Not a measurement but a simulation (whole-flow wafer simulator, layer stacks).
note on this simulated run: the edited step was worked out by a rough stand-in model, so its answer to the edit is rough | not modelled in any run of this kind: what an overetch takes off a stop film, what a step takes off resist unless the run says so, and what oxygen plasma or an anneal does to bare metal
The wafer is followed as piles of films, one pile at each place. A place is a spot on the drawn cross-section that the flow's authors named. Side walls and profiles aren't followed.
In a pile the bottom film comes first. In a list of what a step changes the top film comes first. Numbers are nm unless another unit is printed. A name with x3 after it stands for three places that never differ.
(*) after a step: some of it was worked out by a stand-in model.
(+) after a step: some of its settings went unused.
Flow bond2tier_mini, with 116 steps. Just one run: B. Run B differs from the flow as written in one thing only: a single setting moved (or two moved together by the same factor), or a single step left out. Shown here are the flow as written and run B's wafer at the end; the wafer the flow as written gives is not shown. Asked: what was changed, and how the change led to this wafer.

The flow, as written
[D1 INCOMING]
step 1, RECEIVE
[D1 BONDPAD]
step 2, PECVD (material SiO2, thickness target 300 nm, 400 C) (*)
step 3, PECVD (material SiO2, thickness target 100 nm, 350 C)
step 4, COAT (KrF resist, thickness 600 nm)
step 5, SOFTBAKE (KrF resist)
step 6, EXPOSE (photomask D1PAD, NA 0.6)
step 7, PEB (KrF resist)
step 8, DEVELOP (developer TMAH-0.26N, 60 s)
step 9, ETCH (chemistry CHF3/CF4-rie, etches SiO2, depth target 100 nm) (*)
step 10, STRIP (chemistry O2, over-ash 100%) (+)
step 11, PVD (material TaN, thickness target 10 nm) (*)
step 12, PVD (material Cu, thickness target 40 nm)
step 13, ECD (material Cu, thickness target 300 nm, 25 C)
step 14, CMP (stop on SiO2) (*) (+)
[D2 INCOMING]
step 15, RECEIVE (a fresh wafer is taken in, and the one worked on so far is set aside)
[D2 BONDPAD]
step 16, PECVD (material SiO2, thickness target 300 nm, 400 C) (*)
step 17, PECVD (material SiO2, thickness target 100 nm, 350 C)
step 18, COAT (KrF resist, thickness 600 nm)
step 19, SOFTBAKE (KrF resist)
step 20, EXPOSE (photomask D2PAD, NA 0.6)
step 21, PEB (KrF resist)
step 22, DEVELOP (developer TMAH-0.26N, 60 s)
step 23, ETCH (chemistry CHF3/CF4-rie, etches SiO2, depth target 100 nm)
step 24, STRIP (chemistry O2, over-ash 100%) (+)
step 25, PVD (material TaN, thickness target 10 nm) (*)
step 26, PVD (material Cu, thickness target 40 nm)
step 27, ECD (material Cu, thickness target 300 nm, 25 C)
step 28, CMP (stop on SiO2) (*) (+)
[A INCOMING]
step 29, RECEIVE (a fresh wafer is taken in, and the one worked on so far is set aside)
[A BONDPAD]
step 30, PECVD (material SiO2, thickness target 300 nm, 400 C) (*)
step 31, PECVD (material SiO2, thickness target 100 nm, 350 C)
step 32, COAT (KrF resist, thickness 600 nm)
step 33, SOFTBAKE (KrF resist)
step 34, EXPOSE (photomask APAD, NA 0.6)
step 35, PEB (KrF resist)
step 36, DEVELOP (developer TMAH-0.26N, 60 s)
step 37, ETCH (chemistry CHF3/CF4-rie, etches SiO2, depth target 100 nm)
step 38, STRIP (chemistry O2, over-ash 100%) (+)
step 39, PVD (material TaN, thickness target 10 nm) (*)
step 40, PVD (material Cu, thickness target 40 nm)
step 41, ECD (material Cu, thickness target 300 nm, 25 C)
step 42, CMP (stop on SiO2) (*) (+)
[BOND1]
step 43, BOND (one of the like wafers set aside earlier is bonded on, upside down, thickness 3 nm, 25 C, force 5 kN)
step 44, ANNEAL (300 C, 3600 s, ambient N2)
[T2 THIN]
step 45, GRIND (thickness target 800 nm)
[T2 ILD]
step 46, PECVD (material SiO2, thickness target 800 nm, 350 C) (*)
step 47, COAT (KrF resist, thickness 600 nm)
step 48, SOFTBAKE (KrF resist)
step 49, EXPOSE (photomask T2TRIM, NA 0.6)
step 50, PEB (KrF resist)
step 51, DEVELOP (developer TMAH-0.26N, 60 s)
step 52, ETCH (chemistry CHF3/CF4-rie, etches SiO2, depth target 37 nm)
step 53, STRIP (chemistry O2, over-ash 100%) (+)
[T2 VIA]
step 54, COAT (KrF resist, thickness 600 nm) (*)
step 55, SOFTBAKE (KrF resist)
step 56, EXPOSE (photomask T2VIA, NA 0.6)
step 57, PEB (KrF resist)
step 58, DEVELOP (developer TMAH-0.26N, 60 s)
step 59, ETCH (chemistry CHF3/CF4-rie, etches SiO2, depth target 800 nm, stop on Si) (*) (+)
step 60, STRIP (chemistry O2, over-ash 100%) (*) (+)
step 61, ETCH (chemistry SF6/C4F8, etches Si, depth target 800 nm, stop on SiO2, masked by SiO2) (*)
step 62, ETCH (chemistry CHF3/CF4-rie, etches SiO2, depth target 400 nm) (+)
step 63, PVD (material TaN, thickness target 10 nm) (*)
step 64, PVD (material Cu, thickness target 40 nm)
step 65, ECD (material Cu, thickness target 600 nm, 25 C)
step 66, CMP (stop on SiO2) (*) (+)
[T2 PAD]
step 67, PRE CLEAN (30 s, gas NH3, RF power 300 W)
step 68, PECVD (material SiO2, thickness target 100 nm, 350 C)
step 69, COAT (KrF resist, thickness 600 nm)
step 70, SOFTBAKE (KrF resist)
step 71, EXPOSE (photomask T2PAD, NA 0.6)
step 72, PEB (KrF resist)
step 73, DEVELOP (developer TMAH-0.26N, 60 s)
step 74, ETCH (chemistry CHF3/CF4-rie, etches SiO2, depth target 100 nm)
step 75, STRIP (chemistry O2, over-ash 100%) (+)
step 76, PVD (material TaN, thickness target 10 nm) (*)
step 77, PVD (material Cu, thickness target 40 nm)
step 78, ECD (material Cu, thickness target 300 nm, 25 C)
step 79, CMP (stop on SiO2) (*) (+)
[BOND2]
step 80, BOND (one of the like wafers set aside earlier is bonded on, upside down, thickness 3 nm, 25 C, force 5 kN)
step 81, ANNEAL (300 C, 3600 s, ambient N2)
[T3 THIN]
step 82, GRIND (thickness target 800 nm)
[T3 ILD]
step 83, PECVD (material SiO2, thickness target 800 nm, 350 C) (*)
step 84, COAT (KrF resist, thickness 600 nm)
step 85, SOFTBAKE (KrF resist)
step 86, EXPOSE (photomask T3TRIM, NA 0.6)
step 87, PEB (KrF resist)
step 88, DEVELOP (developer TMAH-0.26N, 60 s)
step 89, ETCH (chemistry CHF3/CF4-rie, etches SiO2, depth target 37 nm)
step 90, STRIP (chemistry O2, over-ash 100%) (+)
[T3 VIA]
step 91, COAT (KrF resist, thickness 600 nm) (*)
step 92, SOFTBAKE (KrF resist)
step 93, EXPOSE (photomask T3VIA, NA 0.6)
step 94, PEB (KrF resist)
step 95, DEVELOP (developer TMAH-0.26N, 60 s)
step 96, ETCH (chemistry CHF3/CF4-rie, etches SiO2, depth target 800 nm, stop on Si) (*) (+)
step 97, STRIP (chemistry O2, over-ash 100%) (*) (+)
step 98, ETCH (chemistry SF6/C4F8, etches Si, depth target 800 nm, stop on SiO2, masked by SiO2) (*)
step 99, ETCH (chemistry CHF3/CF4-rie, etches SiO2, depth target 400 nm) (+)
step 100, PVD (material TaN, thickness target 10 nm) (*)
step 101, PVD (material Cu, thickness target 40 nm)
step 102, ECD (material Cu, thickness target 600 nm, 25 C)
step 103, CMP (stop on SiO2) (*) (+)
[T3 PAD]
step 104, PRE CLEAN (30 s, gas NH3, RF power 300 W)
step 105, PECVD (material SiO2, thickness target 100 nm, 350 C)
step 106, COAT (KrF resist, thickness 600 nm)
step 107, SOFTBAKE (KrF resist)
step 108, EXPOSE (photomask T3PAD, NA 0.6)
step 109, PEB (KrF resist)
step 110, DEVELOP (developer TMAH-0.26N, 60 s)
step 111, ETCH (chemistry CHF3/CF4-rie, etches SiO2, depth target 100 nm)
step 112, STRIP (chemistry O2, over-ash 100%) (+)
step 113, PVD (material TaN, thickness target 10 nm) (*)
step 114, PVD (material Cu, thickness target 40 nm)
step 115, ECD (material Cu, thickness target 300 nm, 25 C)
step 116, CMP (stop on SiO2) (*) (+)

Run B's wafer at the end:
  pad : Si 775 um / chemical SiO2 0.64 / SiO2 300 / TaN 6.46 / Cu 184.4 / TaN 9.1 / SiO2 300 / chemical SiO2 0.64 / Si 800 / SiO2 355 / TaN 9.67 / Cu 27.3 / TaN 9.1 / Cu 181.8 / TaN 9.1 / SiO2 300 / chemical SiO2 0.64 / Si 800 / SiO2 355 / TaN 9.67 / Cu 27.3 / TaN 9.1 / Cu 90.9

Cause: step 39, PVD: thickness target 7.1 nm was run, though the flow has thickness target 10 nm.

Step by step, how the change led to this:
  step 39, PVD (material TaN, thickness target 10 nm) (*)
      field: TaN gains 7.1 (new film) (in the flow as written it would be: TaN gains 10 (new film))
      pad: TaN gains 6.46 (new film) (in the flow as written it would be: TaN gains 9.1 (new film))
      (as well as at 1 more place)
  step 42, CMP (stop on SiO2) (*) (+)
      field: Cu loses 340 (all of it), TaN loses 7.1 (all of it) (in the flow as written it would be: Cu loses 340 (all of it), TaN loses 10 (all of it))
